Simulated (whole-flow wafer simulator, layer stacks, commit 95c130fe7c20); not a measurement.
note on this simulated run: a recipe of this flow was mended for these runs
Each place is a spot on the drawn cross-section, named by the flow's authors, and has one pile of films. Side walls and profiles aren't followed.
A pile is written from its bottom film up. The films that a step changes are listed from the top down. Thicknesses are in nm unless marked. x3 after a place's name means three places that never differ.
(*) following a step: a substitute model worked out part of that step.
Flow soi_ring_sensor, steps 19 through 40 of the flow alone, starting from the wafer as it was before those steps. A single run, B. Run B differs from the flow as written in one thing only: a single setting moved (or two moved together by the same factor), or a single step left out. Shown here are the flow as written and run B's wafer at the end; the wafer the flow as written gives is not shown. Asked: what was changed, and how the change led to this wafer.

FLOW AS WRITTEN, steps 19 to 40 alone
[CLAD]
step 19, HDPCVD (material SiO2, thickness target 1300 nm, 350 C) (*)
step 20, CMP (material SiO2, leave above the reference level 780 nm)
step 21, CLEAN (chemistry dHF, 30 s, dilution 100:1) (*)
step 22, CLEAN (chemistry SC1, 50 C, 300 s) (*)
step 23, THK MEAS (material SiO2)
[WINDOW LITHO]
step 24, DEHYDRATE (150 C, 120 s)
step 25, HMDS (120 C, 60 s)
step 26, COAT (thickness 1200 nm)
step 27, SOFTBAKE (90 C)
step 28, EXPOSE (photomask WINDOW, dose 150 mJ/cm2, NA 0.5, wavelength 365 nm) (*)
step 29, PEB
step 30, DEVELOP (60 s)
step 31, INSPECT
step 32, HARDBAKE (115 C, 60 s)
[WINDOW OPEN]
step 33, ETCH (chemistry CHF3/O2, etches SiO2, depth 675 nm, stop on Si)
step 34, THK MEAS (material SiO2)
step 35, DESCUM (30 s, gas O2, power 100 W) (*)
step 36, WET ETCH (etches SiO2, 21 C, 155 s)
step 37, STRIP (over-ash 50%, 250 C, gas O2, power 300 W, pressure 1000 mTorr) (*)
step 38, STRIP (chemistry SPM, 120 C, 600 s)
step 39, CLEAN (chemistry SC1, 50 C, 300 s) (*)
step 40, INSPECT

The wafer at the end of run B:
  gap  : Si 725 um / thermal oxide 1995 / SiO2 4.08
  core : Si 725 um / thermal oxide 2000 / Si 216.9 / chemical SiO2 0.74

The reason: step 36, WET ETCH: 137 s was run, while the flow as written has 155 s.

Step by step, how the change led to this:
  step 36, WET ETCH (etches SiO2, 21 C, 155 s)
      gap, window: SiO2 loses 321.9 (in the flow as written it would be: SiO2 loses 326.6 (all of it), thermal oxide loses 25)
  step 39, CLEAN (chemistry SC1, 50 C, 300 s) (*)
      gap, window: SiO2 loses 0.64 (in the flow as written it would be: thermal oxide loses 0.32)
